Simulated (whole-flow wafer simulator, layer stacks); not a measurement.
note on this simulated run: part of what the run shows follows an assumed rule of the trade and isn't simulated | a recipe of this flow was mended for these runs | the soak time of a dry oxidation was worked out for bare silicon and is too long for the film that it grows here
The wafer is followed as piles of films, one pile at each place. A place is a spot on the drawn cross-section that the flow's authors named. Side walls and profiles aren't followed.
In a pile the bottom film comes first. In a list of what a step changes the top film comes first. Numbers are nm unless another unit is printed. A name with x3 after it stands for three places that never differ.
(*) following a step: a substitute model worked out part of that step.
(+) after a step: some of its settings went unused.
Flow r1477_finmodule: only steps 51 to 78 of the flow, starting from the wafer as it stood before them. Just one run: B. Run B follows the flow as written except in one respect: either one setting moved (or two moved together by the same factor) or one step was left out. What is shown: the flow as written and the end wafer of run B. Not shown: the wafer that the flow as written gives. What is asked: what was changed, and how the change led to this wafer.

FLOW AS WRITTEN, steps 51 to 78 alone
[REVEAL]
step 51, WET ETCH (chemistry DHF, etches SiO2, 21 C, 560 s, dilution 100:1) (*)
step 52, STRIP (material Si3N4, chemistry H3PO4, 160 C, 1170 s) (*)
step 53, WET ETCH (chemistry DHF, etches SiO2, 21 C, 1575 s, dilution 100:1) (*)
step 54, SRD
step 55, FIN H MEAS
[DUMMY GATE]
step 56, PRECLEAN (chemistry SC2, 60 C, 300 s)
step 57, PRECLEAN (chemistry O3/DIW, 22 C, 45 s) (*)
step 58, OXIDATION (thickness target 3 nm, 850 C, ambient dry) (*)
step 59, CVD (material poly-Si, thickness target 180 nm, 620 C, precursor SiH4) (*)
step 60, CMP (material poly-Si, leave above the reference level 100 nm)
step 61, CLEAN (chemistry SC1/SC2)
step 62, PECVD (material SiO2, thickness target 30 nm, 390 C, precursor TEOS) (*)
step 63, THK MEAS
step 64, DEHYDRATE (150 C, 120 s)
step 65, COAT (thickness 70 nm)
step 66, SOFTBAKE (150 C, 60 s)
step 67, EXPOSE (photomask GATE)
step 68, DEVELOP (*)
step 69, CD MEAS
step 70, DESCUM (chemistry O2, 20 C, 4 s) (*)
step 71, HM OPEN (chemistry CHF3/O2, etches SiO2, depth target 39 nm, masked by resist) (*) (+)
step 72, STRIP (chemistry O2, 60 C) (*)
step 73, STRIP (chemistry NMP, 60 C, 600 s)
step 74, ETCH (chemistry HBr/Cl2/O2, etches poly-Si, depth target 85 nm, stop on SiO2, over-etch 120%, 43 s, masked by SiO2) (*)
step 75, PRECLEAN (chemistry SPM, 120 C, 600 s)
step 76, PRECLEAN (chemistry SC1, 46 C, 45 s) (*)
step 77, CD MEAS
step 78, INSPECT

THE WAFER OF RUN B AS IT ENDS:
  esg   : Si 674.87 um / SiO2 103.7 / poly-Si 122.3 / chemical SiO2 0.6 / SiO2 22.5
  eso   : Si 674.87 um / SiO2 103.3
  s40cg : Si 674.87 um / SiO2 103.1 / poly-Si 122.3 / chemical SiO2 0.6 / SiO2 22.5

What caused this: step 53, WET ETCH: 1102 s was run, whereas the flow has 1575 s.

The path from the change to this, step by step:
  step 53, WET ETCH (chemistry DHF, etches SiO2, 21 C, 1575 s, dilution 100:1) (*)
      esg, e40sg, e100sg and 17 more: SiO2 loses 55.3 (in the flow as written it would be: SiO2 loses 79.1)
      pad, padg: SiO2 loses 60 (in the flow as written it would be: SiO2 loses 85.7)
  step 59, CVD (material poly-Si, thickness target 180 nm, 620 C, precursor SiH4) (*)
      esg, e40sg, s40cg and 9 more: poly-Si gains 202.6 (new film) (in the flow as written it would be: poly-Si gains 226.3 (new film))
      e100sg, s40sg, s50cg, e100so, s40so, s50co: poly-Si gains 200.9 (new film) (in the flow as written it would be: poly-Si gains 226.3 (new film))
      (also at 2 further places)
  step 60, CMP (material poly-Si, leave above the reference level 100 nm)
      e100sg, s40sg, s50cg, e100so, s40so, s50co: poly-Si loses 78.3 (in the flow as written it would be: poly-Si loses 80)
      pad, padg: poly-Si loses 50.5 (in the flow as written it would be: poly-Si loses 24.8)
  step 74, ETCH (chemistry HBr/Cl2/O2, etches poly-Si, depth target 85 nm, stop on SiO2, over-etch 120%, 43 s, masked by SiO2) (*)
      eso, e40so, e100so and 7 more: chemical SiO2 loses 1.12 (all of it), poly-Si loses 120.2 (all of it), SiO2 loses 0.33 (in the flow as written it would be: chemical SiO2 loses 1.12 (all of it), poly-Si loses 143.9 (all of it), SiO2 loses 0.22)
      pad: chemical SiO2 loses 1.12 (all of it), poly-Si loses 127.1 (all of it), SiO2 loses 0.3 (in the flow as written it would be: chemical SiO2 loses 1.12 (all of it), poly-Si loses 152.8 (all of it), SiO2 loses 0.17)
